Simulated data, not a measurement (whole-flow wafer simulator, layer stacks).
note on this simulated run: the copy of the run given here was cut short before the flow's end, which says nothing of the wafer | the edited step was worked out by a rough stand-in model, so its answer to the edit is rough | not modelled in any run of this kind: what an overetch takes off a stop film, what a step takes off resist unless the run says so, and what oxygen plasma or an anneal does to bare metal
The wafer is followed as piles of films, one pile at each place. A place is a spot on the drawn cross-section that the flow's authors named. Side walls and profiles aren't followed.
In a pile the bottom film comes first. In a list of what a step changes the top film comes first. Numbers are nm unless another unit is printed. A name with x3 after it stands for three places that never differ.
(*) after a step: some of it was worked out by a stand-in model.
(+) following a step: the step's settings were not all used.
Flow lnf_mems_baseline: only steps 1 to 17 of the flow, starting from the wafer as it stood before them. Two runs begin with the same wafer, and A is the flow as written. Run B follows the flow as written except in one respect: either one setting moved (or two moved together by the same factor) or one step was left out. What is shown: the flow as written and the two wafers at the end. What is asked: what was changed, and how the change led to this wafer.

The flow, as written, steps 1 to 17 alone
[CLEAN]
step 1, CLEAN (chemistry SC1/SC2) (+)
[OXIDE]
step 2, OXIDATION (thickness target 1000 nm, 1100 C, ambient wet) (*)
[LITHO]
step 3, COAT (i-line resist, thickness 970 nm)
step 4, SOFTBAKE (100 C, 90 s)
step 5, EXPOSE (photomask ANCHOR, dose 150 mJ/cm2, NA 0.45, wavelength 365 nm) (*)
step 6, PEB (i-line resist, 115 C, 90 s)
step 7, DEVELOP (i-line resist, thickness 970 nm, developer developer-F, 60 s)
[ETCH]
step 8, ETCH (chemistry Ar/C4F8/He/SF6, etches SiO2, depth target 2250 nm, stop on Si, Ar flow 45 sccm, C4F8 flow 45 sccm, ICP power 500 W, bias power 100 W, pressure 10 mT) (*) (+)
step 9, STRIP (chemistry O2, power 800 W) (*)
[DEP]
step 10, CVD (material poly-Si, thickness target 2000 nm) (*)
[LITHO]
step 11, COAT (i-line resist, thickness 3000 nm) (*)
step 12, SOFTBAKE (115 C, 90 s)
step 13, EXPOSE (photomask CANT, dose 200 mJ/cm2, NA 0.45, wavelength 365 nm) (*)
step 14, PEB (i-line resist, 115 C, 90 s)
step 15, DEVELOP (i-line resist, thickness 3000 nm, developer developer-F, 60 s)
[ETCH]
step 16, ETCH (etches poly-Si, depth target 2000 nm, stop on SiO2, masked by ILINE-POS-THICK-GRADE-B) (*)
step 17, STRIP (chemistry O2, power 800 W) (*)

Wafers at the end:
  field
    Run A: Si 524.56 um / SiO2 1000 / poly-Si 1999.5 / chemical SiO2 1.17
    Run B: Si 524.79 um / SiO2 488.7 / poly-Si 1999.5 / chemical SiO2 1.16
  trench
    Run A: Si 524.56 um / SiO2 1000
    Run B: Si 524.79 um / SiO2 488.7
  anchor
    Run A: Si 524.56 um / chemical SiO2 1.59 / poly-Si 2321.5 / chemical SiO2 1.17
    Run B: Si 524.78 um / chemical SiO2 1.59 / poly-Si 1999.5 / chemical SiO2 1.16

What caused this: step 2, OXIDATION: 962 C was run, while the flow as written has 1100 C.

The path from the change to this, step by step:
  step 2, OXIDATION (thickness target 1000 nm, 1100 C, ambient wet) (*)
      field, anchor, beam, trench, char_slit: A SiO2 gains 1000 (new film), chemical SiO2 loses 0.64 (all of it), Si loses 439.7 | B SiO2 gains 488.7 (new film), chemical SiO2 loses 0.64 (all of it), Si loses 214.7
  step 8, ETCH (chemistry Ar/C4F8/He/SF6, etches SiO2, depth target 2250 nm, stop on Si, Ar flow 45 sccm, C4F8 flow 45 sccm, ICP power 500 W, bias power 100 W, pressure 10 mT) (*) (+)
      field, beam, trench, char_slit: A i-line resist loses 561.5 | B i-line resist loses 305.9
      anchor: A SiO2 loses 1000 (all of it) | B SiO2 loses 488.7 (all of it)
  step 9, STRIP (chemistry O2, power 800 W) (*)
      field, beam, trench, char_slit: A i-line resist loses 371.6 (all of it) | B i-line resist loses 627.3 (all of it)
  step 10, CVD (material poly-Si, thickness target 2000 nm) (*)
      anchor: A poly-Si gains 2322 (new film) | B poly-Si gains 2000 (new film)
  step 11, COAT (i-line resist, thickness 3000 nm) (*)
      anchor: A i-line resist gains 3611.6 (new film) | B i-line resist gains 3426.8 (new film)
  step 12, SOFTBAKE (115 C, 90 s)
      anchor: A i-line resist gains 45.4 | B i-line resist gains 42
      trench: A i-line resist loses 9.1 | B i-line resist loses 8.56
  step 14, PEB (i-line resist, 115 C, 90 s)
      anchor: A i-line resist loses 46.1 | B i-line resist loses 42.8
  step 17, STRIP (chemistry O2, power 800 W) (*)
      anchor: A chemical SiO2 gains 1.17 (new film), i-line resist loses 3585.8 (all of it), poly-Si loses 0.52 | B chemical SiO2 gains 1.16 (new film), i-line resist loses 3400.8 (all of it), poly-Si loses 0.51
